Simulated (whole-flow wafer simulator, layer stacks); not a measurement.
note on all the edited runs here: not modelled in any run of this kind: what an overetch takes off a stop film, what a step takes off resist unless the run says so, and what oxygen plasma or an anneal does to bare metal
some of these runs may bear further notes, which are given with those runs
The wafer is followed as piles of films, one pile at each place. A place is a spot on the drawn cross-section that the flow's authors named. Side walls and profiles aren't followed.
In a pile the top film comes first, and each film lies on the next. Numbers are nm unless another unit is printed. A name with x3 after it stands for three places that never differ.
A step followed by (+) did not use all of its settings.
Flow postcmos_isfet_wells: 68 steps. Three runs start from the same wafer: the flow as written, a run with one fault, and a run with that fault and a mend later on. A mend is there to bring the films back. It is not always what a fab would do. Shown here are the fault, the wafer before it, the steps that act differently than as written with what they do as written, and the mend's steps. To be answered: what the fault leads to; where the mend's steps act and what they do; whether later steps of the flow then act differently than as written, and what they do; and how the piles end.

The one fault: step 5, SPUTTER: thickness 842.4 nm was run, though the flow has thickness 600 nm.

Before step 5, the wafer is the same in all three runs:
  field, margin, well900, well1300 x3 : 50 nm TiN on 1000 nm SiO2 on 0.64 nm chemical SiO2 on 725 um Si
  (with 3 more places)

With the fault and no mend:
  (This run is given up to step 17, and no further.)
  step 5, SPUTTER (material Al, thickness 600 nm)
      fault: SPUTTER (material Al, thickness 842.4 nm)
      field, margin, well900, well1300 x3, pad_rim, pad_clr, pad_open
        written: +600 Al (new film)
        fault: +842.4 Al (new film)
  Steps later in the flow that act otherwise than as written:
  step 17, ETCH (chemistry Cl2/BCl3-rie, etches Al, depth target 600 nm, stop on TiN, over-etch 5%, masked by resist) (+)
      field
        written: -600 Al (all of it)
        fault: -600 Al
  Once step 17 is done, the piles at field, margin, well900, well1300 x3, pad_rim, pad_clr, pad_open depart from the flow's by more than 2% or 0.5 nm, whichever is larger.
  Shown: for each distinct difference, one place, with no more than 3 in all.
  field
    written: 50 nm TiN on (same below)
    fault: 242.4 nm Al on 50 nm TiN on (same below)
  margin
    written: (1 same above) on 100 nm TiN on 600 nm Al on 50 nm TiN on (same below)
    fault: (1 same above) on 100 nm TiN on 842.4 nm Al on 50 nm TiN on (same below)

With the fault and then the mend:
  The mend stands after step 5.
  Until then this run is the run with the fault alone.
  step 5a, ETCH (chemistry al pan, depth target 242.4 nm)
      field, margin, well900, well1300 x3, pad_rim, pad_clr, pad_open
        -242.4 Al
  Every later step of the flow that is run acts as written at every place that is followed.
  The piles end the same as the flow's at every place that both follow.
